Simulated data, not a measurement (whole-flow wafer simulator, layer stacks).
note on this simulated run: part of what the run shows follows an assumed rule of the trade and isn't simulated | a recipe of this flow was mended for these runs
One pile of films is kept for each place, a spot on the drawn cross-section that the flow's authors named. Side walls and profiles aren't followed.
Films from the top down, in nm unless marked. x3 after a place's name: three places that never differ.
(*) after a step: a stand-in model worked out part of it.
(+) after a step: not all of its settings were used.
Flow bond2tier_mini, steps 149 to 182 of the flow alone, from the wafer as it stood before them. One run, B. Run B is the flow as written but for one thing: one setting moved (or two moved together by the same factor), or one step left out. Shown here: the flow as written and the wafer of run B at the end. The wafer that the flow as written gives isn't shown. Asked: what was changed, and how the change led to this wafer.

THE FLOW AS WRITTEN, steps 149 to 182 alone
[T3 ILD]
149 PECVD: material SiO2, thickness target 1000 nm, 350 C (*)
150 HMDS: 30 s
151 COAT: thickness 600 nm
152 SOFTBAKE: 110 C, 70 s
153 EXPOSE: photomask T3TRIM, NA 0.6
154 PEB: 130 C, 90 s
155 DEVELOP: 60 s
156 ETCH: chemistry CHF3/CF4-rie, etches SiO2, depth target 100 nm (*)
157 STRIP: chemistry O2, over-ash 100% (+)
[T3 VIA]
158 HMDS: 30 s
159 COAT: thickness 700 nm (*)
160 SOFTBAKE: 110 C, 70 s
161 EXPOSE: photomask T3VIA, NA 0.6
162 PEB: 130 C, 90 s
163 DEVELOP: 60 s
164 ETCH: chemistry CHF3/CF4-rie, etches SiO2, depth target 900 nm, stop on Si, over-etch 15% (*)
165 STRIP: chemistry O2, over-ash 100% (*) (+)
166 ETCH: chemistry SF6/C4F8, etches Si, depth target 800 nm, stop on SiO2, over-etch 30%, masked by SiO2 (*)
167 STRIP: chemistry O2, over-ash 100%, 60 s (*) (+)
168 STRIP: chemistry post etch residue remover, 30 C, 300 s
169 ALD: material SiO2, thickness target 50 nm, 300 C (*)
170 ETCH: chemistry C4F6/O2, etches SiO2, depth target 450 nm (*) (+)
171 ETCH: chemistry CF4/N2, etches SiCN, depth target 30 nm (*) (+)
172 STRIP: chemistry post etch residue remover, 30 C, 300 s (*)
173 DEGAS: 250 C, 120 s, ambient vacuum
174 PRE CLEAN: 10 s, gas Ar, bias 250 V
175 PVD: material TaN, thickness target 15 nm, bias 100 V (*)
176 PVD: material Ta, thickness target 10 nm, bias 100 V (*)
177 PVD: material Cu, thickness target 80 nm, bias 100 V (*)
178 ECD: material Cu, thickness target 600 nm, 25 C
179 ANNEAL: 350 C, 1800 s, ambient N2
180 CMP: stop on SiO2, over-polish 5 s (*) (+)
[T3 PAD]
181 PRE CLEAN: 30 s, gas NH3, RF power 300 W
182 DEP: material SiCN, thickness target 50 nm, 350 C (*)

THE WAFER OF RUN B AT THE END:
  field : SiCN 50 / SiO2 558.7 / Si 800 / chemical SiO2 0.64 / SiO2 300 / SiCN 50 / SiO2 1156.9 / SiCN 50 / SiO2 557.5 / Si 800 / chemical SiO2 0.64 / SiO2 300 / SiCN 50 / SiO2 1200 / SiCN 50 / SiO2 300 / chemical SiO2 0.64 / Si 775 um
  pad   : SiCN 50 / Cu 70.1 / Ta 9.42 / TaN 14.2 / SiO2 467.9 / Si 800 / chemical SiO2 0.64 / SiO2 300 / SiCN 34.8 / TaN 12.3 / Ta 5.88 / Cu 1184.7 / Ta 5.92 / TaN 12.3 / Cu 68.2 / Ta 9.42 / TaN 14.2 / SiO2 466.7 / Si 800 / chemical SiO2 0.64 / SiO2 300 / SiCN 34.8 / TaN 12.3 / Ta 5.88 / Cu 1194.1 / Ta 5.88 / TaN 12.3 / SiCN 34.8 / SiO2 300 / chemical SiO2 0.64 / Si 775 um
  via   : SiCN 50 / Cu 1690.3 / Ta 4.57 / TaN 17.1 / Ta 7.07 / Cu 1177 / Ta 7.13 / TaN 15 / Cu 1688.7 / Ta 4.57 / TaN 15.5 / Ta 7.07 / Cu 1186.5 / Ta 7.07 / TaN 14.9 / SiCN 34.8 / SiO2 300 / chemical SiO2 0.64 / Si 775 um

The cause: step 174, PRE CLEAN: 6 s was run, where the flow has 10 s.

How the change led to this, step by step:
  174 PRE CLEAN: 10 s, gas Ar, bias 250 V
      field, pad: SiO2 -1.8 (as written it would be: SiO2 -3)
      via: TaN -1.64 (as written it would be: TaN -3.19)
